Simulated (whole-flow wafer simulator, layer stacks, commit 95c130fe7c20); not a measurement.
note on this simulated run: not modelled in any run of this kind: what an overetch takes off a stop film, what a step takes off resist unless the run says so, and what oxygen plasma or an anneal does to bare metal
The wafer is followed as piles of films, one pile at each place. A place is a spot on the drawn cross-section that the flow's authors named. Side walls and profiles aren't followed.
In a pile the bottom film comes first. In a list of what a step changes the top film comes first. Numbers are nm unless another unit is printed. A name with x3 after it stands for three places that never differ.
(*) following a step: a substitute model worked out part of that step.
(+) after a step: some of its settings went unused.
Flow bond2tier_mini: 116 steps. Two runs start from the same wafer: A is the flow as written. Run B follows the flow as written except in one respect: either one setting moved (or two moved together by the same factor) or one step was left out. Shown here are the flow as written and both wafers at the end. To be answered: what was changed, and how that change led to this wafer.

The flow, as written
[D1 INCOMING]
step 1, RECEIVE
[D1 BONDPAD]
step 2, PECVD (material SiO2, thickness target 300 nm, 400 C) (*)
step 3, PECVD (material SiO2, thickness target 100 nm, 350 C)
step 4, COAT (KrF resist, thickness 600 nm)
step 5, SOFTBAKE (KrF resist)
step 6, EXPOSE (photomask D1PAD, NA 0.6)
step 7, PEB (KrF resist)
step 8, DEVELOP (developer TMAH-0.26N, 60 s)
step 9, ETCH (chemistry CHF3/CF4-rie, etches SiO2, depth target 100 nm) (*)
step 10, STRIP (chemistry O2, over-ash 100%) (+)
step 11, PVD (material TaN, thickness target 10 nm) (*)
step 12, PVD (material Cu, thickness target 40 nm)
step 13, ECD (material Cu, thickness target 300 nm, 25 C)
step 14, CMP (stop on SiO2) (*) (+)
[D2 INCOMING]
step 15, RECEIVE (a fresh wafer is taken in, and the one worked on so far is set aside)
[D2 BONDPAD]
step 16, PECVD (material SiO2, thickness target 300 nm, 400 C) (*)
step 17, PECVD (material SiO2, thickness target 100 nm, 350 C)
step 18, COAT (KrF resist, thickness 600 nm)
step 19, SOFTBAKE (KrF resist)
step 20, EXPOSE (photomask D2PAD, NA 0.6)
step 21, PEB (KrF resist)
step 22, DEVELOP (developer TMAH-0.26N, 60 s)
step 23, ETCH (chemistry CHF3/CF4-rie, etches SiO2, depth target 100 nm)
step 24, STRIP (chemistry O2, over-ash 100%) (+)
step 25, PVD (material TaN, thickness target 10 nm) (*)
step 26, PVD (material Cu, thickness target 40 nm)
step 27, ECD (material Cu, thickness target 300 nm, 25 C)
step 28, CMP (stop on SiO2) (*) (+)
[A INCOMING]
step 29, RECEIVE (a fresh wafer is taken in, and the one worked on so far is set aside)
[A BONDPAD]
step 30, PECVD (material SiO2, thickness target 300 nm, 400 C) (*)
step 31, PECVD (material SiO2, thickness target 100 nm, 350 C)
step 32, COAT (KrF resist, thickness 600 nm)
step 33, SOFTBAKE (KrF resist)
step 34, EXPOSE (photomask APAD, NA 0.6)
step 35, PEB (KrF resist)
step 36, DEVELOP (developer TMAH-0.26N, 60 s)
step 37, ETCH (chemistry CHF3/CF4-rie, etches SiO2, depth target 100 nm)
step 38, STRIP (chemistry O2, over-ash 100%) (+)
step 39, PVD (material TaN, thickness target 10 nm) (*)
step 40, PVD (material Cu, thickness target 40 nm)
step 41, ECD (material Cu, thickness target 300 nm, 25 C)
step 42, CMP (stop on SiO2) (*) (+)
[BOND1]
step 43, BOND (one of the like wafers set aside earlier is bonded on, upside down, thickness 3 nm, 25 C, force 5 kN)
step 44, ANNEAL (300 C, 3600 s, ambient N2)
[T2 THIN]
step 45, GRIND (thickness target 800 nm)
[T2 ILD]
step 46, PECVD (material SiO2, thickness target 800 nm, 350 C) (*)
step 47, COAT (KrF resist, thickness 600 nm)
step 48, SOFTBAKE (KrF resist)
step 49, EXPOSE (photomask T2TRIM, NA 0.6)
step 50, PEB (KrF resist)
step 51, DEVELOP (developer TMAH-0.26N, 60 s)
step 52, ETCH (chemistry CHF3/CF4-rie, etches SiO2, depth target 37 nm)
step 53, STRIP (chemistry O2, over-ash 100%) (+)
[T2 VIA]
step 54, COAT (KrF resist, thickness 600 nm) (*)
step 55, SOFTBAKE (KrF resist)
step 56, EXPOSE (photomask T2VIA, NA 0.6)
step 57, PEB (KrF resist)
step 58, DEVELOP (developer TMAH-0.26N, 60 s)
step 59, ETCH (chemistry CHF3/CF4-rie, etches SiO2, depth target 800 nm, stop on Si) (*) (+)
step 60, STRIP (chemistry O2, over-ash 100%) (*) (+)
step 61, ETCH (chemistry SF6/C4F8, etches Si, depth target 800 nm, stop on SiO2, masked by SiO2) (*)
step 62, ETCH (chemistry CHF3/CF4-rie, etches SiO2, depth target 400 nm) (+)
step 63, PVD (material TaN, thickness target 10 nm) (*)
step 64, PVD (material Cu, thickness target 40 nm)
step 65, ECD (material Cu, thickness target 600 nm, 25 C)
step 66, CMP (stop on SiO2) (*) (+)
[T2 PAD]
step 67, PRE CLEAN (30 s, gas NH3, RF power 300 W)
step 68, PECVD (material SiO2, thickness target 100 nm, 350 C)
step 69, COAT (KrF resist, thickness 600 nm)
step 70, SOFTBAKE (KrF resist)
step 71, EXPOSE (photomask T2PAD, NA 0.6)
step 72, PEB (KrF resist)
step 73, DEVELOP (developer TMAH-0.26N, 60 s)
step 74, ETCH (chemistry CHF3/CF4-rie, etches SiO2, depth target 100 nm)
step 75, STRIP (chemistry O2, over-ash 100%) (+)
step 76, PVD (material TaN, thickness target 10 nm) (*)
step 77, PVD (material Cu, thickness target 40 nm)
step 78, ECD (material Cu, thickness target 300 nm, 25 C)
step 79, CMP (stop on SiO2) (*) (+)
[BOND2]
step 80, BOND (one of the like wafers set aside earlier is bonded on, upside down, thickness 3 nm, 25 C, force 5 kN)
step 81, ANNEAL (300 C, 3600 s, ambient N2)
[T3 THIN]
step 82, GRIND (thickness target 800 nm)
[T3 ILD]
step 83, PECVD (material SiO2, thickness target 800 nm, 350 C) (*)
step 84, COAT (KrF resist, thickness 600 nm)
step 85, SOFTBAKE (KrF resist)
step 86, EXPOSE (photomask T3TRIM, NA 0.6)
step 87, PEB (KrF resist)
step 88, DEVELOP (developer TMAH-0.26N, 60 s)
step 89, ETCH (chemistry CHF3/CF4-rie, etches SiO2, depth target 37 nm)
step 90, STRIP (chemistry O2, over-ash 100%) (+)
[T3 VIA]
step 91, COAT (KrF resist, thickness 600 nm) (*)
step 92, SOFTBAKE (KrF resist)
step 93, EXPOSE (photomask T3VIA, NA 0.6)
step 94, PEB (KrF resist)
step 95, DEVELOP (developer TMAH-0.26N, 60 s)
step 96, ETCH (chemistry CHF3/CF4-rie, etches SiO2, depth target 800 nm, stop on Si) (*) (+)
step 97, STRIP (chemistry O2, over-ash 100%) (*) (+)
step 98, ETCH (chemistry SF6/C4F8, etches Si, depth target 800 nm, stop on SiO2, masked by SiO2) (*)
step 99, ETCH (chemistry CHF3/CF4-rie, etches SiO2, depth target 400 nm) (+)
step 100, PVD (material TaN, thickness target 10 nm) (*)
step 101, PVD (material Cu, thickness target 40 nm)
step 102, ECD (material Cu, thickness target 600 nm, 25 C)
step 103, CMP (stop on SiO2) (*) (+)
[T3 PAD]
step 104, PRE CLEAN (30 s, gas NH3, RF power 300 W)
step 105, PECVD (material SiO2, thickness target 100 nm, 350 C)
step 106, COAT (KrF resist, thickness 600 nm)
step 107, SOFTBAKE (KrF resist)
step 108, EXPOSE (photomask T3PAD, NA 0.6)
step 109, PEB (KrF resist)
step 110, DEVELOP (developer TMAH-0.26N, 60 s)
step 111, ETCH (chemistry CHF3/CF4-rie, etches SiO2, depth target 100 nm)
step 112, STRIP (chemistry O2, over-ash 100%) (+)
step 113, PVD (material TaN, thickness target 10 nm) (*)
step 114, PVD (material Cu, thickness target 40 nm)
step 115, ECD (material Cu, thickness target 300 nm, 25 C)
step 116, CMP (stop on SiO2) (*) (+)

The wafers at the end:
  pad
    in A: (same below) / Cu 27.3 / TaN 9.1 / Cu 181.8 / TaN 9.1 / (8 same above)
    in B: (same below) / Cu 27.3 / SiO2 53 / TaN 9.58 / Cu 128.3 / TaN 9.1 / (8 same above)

The reason: step 74, ETCH: depth target 47 nm was run, though the flow has depth target 100 nm.

Step by step, how the change led to this:
  step 74, ETCH (chemistry CHF3/CF4-rie, etches SiO2, depth target 100 nm)
      pad: A SiO2 loses 100 (all of it) | B SiO2 loses 47
      field: A KrF resist loses 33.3 | B KrF resist loses 15.7
  step 75, STRIP (chemistry O2, over-ash 100%) (+)
      field: A KrF resist loses 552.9 (all of it) | B KrF resist loses 570.6 (all of it)
  step 77, PVD (material Cu, thickness target 40 nm)
      pad: A Cu gains 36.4 (new film) | B Cu gains 38.3 (new film)
  step 78, ECD (material Cu, thickness target 300 nm, 25 C)
      pad: A Cu gains 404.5 | B Cu gains 349.1
If metal films that touch count as one body, pad has 4 bodies (between them, from the top down: SiO2 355 / Si 800 / chemical SiO2 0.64 / SiO2 300; SiO2 53; SiO2 355 / Si 800 / chemical SiO2 0.64 / SiO2 300); the flow as written gives 3 bodies (between them, from the top down: SiO2 355 / Si 800 / chemical SiO2 0.64 / SiO2 300; SiO2 355 / Si 800 / chemical SiO2 0.64 / SiO2 300).
